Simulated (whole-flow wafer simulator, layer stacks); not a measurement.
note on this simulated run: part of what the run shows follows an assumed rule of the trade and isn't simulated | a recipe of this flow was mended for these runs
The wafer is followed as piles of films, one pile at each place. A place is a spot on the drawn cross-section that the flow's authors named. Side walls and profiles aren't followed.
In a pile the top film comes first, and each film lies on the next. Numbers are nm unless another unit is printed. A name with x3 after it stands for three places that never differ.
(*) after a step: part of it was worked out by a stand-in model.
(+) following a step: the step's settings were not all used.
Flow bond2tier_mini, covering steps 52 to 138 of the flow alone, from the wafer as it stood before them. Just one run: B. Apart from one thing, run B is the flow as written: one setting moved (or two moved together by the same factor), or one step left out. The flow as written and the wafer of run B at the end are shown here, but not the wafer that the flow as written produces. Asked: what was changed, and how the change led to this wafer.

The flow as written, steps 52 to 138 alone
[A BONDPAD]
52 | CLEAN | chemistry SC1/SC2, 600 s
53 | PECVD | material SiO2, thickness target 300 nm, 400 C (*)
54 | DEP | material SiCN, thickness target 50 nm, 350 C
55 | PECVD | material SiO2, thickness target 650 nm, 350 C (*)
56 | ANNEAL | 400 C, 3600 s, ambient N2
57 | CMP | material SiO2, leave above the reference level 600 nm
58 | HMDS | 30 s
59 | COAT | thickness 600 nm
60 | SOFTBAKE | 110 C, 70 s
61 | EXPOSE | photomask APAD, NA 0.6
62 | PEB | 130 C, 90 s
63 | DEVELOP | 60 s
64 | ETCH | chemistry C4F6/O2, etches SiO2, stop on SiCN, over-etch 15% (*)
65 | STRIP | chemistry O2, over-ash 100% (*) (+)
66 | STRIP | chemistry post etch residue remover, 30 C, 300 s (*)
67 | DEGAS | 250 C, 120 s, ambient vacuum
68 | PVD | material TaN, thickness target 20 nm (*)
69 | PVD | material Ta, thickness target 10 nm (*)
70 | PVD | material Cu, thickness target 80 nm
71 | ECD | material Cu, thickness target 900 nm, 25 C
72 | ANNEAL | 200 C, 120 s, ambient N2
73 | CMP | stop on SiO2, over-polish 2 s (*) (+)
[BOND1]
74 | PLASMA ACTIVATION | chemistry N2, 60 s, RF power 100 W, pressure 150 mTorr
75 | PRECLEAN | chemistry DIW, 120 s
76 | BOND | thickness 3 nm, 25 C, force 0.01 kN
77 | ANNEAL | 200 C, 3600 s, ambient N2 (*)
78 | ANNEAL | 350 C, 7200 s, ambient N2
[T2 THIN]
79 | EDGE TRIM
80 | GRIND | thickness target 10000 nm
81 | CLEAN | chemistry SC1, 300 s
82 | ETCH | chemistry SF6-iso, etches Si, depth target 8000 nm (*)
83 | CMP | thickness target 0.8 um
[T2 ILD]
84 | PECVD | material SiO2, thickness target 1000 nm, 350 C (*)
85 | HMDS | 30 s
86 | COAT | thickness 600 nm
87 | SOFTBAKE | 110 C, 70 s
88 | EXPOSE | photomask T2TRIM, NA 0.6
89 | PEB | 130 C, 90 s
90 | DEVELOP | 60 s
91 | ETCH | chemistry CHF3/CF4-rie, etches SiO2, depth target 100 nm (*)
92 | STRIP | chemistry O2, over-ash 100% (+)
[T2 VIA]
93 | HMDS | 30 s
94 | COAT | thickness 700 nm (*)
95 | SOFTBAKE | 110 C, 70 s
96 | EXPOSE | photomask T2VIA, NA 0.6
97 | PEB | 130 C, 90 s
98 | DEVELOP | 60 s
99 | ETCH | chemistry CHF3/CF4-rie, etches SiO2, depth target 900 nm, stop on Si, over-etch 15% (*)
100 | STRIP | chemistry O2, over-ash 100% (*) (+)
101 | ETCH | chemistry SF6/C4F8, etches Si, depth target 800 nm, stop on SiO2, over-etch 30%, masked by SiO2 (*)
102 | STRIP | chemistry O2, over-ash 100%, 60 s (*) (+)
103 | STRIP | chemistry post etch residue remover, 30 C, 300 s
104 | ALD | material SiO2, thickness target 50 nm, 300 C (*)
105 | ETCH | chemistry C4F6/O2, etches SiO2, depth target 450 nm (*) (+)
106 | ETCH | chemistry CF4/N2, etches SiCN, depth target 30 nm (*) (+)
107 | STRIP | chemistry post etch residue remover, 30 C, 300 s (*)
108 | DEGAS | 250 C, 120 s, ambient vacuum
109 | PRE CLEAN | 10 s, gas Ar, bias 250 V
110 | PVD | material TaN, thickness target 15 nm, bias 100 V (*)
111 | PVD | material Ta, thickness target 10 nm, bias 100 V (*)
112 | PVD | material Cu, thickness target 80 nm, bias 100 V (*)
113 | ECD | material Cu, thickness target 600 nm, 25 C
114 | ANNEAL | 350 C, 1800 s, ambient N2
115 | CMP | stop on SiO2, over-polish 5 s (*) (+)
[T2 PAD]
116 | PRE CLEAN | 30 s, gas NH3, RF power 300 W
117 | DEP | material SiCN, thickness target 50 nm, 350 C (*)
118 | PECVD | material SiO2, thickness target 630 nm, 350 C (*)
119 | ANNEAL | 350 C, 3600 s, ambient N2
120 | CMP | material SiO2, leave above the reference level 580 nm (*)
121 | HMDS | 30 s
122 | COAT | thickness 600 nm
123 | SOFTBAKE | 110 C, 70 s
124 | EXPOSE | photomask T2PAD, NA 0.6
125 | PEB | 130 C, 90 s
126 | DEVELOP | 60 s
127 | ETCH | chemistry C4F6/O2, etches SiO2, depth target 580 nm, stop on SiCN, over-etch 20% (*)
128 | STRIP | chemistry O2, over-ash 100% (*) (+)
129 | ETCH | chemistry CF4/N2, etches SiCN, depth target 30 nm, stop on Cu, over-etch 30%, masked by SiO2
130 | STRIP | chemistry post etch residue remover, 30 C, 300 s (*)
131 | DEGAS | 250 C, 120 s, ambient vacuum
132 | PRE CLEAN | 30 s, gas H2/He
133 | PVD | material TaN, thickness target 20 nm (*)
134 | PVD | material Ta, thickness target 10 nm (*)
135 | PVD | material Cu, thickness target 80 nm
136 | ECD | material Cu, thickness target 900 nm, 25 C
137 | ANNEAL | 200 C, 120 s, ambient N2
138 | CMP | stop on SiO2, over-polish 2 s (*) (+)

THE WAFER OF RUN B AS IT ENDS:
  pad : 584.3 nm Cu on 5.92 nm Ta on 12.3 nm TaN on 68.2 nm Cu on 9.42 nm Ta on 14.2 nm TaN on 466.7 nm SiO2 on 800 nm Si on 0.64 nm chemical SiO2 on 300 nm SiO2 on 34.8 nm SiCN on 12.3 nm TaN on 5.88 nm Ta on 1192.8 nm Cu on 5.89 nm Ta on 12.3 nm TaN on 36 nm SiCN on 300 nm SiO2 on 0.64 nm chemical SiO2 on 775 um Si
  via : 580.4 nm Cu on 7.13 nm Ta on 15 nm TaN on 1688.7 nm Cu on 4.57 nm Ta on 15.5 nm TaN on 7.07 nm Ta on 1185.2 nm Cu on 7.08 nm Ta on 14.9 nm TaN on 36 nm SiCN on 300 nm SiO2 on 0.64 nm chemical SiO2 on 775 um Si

The reason: step 64, ETCH: over-etch 13.8% was run, whereas the flow has over-etch 15%.

How this came from the change, step by step:
  64 | ETCH | chemistry C4F6/O2, etches SiO2, stop on SiCN, over-etch 15% (*)
      pad, via: SiO2 loses 600 (all of it), SiCN loses 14 (it would be, as written: SiO2 loses 600 (all of it), SiCN loses 15.2)
